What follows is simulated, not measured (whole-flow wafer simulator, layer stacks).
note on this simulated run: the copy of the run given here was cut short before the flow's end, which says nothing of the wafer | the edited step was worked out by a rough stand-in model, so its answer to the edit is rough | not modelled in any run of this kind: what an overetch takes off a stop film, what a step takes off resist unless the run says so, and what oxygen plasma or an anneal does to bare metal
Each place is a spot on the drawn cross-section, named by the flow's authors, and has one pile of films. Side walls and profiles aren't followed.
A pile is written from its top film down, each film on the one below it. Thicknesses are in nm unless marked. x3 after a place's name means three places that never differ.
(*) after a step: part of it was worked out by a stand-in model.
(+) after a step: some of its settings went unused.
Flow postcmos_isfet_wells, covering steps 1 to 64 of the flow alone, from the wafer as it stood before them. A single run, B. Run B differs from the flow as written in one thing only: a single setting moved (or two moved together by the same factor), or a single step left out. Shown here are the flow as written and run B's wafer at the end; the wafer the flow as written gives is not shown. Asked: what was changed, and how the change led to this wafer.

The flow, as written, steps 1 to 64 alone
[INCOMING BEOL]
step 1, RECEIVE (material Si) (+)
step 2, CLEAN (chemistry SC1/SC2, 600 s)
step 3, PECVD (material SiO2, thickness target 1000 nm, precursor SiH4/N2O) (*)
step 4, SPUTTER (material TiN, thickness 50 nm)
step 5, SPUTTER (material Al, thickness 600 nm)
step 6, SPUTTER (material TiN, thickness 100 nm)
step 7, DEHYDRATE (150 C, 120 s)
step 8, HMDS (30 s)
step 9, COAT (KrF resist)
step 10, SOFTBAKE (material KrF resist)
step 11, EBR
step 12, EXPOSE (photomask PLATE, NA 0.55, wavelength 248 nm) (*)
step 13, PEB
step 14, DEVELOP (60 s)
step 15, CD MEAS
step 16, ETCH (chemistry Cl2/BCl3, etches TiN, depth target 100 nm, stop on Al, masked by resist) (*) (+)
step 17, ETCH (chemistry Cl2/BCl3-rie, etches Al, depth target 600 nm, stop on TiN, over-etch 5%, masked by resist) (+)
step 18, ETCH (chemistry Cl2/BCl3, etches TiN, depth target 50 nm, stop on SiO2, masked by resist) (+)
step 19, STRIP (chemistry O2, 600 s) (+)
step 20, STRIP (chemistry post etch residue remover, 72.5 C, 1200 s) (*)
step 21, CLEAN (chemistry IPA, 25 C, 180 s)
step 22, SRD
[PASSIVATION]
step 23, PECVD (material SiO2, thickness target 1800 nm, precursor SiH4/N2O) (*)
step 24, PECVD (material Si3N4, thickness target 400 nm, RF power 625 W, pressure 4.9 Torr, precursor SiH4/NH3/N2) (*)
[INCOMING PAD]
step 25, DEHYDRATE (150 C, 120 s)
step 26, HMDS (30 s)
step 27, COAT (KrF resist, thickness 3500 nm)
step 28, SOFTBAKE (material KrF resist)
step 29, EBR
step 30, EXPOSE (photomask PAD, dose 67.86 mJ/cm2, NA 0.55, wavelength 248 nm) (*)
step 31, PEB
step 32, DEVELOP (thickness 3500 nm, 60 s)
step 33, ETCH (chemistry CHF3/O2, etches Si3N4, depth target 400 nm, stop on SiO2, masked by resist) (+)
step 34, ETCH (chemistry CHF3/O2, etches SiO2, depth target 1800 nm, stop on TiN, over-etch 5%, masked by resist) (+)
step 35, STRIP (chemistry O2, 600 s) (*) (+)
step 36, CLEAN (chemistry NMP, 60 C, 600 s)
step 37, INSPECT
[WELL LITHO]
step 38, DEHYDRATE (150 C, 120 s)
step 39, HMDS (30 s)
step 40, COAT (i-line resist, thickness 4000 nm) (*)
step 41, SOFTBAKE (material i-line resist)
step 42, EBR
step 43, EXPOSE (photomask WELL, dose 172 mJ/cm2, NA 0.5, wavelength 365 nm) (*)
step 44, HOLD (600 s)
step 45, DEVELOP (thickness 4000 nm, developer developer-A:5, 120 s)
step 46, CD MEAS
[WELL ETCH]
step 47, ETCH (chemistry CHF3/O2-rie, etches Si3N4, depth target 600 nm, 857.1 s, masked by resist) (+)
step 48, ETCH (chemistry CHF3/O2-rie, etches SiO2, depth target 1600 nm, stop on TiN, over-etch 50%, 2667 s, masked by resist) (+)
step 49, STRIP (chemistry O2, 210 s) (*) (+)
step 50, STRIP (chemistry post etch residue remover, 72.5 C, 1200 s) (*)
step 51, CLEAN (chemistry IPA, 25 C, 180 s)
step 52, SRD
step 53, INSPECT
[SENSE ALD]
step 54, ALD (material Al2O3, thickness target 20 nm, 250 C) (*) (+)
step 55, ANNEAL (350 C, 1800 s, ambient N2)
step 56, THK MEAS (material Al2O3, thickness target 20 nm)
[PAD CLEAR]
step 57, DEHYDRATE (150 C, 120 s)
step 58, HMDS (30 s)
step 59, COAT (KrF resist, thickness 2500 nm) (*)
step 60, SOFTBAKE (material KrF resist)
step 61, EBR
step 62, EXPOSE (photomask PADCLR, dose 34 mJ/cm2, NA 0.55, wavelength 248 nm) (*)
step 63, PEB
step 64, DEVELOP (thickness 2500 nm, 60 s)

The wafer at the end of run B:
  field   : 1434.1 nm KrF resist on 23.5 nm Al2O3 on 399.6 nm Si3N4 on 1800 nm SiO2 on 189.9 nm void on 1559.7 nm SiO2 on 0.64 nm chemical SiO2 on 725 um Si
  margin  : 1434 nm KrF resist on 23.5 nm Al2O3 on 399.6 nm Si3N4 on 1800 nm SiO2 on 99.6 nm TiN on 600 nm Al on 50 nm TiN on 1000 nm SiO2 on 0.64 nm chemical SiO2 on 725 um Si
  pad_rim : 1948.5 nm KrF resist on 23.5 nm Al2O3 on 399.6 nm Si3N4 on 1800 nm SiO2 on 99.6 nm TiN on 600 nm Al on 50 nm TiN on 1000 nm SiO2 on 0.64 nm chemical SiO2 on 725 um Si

The reason: step 54, ALD: thickness target 23.5 nm was run, though the flow has thickness target 20 nm.
The wafer itself shows it: field has Al2O3 23.5, and step 54 as written asks for 20 nm.

The path from the change to this, step by step:
  step 54, ALD (material Al2O3, thickness target 20 nm, 250 C) (*) (+)
      field, margin, well900, well1300 x3, pad_rim, pad_clr, pad_open: +23.5 Al2O3 (new film) (as written it would have been: +20 Al2O3 (new film))
